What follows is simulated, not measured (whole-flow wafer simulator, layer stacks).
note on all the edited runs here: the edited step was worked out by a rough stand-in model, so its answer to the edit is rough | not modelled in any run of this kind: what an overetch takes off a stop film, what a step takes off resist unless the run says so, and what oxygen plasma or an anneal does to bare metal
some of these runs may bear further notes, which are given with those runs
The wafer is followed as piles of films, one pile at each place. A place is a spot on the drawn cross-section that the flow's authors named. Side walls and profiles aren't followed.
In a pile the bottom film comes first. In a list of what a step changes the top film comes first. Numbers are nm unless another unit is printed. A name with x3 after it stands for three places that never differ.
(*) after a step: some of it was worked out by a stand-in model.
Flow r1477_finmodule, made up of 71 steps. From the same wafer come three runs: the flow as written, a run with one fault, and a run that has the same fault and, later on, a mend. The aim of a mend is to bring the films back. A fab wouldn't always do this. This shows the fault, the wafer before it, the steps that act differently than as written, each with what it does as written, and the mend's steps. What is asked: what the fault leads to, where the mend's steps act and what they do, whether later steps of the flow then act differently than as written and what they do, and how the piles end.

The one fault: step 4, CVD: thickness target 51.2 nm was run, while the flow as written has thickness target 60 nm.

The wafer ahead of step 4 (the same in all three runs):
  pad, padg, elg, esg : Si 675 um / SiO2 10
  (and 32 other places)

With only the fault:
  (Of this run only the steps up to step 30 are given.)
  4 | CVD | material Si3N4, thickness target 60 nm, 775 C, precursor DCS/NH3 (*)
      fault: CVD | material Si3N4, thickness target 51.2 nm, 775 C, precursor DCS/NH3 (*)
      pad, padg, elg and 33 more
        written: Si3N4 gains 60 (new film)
        fault: Si3N4 gains 51.2 (new film)
  Later steps of the flow up to step 30 that are run all act as written at every place that is followed.
  Once step 30 is done, the piles at pad, padg, elg and 33 more depart from the flow's by more than 2% or 0.5 nm, whichever is larger.
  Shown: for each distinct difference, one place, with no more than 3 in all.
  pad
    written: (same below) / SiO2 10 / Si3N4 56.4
    fault: (same below) / SiO2 10 / Si3N4 47.6
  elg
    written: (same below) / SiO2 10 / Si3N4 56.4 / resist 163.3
    fault: (same below) / SiO2 10 / Si3N4 47.6 / resist 163.3
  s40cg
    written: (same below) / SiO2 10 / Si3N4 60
    fault: (same below) / SiO2 10 / Si3N4 51.2

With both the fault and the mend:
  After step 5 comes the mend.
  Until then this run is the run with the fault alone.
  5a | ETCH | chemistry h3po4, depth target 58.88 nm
      pad, padg, elg and 33 more
        Si3N4 loses 51.2 (all of it)
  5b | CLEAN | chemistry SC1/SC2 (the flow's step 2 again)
      leaves every film unchanged at each place that is followed
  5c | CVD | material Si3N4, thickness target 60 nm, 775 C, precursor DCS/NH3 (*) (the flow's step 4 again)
      pad, padg, elg and 33 more
        Si3N4 gains 60 (new film)
  Later steps of the flow that are run all act as written at every place that is followed.
  At every place that both follow, the piles at the end match the flow's.
